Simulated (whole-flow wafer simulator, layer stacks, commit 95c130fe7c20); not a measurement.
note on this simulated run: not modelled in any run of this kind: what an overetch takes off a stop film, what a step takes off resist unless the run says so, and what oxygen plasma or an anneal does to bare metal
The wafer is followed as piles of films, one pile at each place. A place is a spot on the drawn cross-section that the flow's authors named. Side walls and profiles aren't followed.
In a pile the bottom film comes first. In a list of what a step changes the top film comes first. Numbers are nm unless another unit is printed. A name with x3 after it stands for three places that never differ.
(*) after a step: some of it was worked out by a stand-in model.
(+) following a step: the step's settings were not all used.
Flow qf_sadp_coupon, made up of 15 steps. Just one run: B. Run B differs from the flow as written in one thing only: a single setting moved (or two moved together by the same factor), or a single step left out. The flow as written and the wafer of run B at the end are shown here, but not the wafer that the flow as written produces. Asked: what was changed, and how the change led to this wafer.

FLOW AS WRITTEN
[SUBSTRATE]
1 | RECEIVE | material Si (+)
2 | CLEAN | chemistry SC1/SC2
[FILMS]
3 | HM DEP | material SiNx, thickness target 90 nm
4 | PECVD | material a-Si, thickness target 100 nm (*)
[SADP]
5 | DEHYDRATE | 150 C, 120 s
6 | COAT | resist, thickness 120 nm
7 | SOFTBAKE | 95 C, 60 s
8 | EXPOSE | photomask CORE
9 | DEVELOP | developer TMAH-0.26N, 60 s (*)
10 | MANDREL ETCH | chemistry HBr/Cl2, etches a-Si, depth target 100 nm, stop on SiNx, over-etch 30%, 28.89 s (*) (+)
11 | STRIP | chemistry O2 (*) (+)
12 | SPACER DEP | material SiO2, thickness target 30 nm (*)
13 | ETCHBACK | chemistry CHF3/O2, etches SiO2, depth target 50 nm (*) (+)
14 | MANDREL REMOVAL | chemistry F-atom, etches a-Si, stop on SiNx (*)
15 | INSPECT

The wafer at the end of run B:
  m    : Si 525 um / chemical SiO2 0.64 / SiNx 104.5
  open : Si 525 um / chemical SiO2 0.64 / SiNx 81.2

What caused this: step 3, HM DEP: thickness target 104.5 nm was run, though the flow has thickness target 90 nm.
The wafer lets one read it off: m has SiNx 104.5, and step 3 as written asks for 90 nm.

How this came from the change, step by step:
  3 | HM DEP | material SiNx, thickness target 90 nm
      m, open: +104.5 SiNx (new film) (in the flow as written it would be: +90 SiNx (new film))
